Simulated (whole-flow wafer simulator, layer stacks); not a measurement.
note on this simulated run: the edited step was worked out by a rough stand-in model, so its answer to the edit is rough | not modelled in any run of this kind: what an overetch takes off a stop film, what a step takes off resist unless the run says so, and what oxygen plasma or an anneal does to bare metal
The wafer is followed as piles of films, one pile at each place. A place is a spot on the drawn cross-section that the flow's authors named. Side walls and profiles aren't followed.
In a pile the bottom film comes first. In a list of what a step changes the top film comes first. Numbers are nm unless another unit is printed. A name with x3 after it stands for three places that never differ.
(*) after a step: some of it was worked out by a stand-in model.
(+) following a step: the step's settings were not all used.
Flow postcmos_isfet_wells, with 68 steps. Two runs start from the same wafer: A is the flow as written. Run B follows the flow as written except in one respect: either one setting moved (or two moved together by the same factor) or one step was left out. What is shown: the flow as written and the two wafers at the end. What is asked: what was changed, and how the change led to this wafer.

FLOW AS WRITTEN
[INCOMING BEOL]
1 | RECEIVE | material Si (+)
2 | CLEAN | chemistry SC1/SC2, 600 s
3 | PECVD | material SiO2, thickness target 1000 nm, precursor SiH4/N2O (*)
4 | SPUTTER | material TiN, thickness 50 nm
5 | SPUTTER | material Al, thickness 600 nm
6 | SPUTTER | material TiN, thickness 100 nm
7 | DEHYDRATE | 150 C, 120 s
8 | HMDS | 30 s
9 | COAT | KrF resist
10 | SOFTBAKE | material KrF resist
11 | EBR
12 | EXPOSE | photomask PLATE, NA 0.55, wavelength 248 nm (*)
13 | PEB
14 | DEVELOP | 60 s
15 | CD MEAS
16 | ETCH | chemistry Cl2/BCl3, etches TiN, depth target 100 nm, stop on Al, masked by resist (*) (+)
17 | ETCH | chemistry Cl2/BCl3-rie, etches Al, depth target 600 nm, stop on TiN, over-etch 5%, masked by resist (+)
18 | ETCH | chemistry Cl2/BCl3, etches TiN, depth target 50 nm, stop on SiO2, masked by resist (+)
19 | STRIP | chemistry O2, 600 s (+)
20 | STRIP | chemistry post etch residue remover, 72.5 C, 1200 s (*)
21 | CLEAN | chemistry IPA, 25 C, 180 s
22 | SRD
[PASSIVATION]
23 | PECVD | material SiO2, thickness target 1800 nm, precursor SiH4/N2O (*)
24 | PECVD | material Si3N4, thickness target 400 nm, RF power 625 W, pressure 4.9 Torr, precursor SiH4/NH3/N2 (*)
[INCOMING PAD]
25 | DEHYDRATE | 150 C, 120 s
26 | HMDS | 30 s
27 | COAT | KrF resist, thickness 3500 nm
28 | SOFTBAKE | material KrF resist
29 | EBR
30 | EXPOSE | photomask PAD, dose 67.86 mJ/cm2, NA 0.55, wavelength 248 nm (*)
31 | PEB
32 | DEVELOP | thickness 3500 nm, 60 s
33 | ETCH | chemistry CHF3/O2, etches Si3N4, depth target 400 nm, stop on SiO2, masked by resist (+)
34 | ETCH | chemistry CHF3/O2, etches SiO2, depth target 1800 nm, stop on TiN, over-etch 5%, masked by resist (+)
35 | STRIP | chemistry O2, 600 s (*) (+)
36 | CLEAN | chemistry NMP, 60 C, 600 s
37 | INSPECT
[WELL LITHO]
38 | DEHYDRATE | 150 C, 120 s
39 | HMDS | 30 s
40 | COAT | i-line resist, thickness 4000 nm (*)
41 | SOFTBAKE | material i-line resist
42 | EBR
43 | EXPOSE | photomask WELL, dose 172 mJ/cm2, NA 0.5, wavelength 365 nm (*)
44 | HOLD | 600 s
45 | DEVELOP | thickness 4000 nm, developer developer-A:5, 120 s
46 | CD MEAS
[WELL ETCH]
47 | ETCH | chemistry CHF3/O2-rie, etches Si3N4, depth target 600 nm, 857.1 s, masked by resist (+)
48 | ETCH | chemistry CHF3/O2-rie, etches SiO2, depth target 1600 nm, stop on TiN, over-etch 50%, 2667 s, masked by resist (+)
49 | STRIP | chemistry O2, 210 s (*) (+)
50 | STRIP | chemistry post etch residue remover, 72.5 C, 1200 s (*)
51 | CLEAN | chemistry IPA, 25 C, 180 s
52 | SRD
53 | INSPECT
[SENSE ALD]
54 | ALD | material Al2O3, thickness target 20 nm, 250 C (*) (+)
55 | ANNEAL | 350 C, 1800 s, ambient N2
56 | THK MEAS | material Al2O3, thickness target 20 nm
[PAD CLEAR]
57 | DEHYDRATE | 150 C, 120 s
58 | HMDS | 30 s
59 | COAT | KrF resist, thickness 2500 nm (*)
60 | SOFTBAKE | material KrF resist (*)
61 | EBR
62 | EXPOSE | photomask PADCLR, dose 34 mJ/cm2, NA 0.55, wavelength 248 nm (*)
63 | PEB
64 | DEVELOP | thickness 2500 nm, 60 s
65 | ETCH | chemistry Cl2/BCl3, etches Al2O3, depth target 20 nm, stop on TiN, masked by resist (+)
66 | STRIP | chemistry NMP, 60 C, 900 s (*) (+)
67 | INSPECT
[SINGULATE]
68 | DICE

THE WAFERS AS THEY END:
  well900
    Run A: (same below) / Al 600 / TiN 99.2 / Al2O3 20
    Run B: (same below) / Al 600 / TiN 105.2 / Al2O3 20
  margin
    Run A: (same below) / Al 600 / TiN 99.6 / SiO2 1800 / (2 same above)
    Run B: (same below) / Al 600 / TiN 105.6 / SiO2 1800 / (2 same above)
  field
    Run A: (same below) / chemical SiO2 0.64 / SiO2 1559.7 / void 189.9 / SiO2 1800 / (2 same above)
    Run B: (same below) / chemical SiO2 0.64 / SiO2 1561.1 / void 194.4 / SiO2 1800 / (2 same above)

Cause: step 6, SPUTTER: thickness 106 nm was run, whereas the flow has thickness 100 nm; step 16, ETCH: depth target 106 nm was run, where the flow has depth target 100 nm.

How this came from the change, step by step:
  6 | SPUTTER | material TiN, thickness 100 nm
      field, margin, well900 and 6 more: A +100 TiN (new film) | B +106 TiN (new film)
  16 | ETCH | chemistry Cl2/BCl3, etches TiN, depth target 100 nm, stop on Al, masked by resist (*) (+)
      margin, well900, well1300, well2000, well3000, pad_rim, pad_clr, pad_open: A -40 KrF resist | B -42.4 KrF resist
      field: A -100 TiN (all of it) | B -106 TiN (all of it)
  23 | PECVD | material SiO2, thickness target 1800 nm, precursor SiH4/N2O (*)
      field: A +1800 SiO2 (new film), +189.9 void (new film), +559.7 SiO2 | B +1800 SiO2 (new film), +194.4 void (new film), +561.1 SiO2
